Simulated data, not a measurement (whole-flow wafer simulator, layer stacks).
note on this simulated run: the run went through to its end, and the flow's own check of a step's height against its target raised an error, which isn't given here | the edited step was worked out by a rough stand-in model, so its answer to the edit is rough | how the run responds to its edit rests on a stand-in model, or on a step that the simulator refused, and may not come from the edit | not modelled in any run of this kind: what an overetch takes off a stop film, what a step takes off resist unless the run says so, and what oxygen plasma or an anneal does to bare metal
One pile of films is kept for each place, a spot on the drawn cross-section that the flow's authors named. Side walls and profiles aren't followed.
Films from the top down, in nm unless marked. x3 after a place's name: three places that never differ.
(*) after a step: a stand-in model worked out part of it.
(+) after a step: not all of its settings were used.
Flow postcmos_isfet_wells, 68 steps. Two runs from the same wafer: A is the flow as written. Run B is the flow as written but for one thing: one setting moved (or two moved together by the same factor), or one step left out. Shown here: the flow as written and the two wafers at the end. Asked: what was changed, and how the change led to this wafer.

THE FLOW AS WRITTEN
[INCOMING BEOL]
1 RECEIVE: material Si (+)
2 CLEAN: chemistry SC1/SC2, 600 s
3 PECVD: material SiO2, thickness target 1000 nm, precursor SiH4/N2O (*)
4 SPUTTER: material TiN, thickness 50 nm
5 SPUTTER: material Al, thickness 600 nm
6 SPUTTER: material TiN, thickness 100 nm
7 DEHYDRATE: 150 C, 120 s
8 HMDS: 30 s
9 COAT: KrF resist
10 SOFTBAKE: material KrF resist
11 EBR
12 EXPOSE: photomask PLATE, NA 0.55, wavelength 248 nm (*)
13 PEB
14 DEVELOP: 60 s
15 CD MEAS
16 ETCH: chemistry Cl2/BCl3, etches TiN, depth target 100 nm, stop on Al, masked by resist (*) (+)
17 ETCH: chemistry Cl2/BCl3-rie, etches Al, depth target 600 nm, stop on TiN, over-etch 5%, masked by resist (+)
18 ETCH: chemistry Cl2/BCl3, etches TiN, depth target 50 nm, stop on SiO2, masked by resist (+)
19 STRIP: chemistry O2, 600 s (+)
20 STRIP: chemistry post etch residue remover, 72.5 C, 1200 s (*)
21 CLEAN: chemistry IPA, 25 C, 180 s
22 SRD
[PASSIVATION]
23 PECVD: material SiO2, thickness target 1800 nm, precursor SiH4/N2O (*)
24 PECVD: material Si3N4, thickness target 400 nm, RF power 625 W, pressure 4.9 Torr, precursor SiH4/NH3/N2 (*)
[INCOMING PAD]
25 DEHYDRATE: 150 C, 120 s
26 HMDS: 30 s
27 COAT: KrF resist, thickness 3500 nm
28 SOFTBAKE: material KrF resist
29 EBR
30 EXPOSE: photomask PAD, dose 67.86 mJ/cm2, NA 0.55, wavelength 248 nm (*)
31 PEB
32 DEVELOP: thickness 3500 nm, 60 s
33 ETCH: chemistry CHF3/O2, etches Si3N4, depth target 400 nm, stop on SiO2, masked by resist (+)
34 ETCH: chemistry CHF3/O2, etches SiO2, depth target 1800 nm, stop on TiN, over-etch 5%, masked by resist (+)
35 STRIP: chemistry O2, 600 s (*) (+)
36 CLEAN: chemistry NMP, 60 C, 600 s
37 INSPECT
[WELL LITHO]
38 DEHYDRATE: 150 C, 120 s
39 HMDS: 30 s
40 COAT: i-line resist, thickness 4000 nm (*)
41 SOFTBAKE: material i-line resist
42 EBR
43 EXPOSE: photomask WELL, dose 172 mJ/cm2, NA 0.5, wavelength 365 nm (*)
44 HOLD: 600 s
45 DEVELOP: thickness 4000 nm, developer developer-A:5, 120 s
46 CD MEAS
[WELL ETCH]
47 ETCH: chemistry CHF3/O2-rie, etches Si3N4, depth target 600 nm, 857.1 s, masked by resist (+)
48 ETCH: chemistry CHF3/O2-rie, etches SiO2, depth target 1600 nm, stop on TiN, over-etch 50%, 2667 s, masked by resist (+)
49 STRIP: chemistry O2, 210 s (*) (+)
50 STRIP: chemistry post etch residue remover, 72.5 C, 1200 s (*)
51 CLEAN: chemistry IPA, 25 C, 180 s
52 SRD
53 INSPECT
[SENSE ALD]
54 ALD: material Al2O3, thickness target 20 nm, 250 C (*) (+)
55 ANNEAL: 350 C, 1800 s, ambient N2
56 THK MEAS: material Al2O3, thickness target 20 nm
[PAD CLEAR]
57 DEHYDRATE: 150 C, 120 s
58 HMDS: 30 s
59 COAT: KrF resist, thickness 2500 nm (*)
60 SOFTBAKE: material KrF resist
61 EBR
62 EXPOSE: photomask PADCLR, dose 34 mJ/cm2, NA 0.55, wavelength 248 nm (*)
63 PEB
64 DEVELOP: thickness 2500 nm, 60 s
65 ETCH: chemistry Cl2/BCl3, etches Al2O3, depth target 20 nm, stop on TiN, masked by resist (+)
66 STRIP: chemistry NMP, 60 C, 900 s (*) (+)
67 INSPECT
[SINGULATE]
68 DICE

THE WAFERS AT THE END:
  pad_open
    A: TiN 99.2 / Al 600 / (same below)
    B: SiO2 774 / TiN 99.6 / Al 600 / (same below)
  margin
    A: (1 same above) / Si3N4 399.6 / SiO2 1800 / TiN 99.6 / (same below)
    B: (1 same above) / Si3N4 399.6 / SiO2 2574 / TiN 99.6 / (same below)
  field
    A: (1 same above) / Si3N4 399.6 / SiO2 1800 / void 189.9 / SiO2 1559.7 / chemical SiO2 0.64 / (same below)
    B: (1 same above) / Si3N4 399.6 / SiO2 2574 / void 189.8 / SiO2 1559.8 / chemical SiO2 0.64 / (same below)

The cause: step 23, PECVD: thickness target 2574 nm was run, where the flow has thickness target 1800 nm.
It can be read off the wafer: margin has SiO2 2574, and step 23 as written asks for 1800 nm.

How the change led to this, step by step:
  23 PECVD: material SiO2, thickness target 1800 nm, precursor SiH4/N2O (*)
      margin, well900, well1300 x3, pad_rim, pad_clr, pad_open: A SiO2 +1800 (new film) | B SiO2 +2574 (new film)
      field: A SiO2 +1800 (new film), void +189.9 (new film), SiO2 +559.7 | B SiO2 +2574 (new film), void +189.8 (new film), SiO2 +559.8
  34 ETCH: chemistry CHF3/O2, etches SiO2, depth target 1800 nm, stop on TiN, over-etch 5%, masked by resist (+)
      pad_open: A SiO2 -1800 (all of it) | B SiO2 -1800
  48 ETCH: chemistry CHF3/O2-rie, etches SiO2, depth target 1600 nm, stop on TiN, over-etch 50%, 2667 s, masked by resist (+)
      well900, well1300 x3: A SiO2 -1600 (all of it) | B SiO2 -2374 (all of it)
  59 COAT: KrF resist, thickness 2500 nm (*)
      field: A KrF resist +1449 (new film) | B KrF resist +1079.2 (new film)
      margin: A KrF resist +1448.9 (new film) | B KrF resist +1079.1 (new film)
  63 PEB
      field, margin: A KrF resist -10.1 | B KrF resist -7.46
  66 STRIP: chemistry NMP, 60 C, 900 s (*) (+)
      field: A KrF resist -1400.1 (all of it) | B KrF resist -1033 (all of it)
      margin: A KrF resist -1400.1 (all of it) | B KrF resist -1032.9 (all of it)
